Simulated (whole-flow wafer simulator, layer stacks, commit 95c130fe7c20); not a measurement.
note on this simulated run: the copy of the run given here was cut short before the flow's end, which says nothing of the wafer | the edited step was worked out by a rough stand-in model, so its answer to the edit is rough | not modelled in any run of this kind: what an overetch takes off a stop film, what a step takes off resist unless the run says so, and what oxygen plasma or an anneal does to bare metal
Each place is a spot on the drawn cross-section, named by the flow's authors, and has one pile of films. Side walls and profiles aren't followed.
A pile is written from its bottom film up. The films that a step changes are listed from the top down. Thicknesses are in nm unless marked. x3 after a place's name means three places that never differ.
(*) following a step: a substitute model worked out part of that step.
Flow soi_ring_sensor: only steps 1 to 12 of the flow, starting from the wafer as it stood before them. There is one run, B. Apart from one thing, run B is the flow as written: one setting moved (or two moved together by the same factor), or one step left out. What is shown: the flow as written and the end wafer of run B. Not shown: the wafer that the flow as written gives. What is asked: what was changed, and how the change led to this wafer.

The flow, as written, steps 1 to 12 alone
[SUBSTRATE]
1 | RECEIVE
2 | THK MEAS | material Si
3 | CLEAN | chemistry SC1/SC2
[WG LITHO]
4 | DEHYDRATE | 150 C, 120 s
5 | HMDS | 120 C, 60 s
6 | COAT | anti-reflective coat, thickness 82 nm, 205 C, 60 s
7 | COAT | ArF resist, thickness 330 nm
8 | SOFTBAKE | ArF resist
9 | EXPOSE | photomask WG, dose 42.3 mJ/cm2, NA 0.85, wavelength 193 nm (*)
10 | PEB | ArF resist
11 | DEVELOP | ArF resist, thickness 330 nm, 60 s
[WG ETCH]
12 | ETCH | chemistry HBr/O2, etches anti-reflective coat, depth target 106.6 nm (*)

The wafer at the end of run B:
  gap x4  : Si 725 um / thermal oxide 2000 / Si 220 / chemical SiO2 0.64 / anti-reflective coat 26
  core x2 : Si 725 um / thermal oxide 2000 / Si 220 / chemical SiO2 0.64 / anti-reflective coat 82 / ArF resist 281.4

The reason: step 12, ETCH: depth target 56 nm was run, though the flow has depth target 106.6 nm.

The path from the change to this, step by step:
  12 | ETCH | chemistry HBr/O2, etches anti-reflective coat, depth target 106.6 nm (*)
      gap x4: anti-reflective coat loses 56 (in the flow as written it would be: anti-reflective coat loses 82 (all of it), chemical SiO2 loses 0.64 (all of it))
      core x2: ArF resist loses 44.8 (in the flow as written it would be: ArF resist loses 85.3)
